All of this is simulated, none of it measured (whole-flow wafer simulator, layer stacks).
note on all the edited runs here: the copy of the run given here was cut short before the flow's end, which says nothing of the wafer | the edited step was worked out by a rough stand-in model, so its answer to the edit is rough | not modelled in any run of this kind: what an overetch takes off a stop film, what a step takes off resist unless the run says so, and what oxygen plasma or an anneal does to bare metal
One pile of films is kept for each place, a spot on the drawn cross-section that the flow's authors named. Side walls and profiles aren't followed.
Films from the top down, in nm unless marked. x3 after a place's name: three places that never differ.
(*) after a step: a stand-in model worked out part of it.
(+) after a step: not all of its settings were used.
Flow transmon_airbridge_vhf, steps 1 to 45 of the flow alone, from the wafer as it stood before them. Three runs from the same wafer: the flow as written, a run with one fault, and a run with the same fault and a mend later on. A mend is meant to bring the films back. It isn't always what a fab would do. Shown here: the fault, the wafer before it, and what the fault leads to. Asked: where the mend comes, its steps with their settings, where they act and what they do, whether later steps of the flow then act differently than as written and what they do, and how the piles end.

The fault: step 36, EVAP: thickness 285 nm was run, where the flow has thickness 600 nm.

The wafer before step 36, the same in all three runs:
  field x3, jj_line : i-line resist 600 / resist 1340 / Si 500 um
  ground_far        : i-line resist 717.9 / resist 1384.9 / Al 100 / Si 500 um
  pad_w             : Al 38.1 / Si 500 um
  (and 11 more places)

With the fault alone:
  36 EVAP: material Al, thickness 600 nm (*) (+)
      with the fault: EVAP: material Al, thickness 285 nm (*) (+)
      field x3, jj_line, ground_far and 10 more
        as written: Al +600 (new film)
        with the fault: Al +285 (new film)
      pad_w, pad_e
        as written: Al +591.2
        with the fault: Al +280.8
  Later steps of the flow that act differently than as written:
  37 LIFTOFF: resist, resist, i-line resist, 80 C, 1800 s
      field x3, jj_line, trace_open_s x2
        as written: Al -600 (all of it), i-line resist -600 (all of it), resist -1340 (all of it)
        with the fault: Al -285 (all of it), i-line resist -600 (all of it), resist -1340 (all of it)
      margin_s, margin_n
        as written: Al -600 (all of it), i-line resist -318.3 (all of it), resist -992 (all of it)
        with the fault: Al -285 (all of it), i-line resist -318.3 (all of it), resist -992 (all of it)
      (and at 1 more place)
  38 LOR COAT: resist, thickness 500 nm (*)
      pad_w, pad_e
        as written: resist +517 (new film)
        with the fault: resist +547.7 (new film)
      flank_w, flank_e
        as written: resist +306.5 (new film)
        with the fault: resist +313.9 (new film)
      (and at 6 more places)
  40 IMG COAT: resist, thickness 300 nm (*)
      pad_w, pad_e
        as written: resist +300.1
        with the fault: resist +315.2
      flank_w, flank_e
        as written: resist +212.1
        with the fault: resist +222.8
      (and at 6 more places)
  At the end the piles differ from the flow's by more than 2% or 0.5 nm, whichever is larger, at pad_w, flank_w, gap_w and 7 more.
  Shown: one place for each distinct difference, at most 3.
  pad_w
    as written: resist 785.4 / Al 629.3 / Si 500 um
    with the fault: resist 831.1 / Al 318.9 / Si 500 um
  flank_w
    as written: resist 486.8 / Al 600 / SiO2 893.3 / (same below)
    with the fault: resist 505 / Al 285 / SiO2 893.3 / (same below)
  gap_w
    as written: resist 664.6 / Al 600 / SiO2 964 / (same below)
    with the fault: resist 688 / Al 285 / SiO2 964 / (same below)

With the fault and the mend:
  The mend comes after step 36.
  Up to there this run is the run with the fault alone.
  36a EVAP: material Al, thickness 315 nm (*) (+) (the flow's step 36 once more, with other settings)
      field x3, jj_line, ground_far and 10 more
        Al +315
      pad_w, pad_e
        Al +310.4
  No later step of the flow acts differently than as written, at any place that is followed, by more than 2% or 0.5 nm, whichever is larger.
  At the end the piles differ from the flow's only slightly at the places that both follow, by at most 2% or 0.5 nm, whichever is larger.
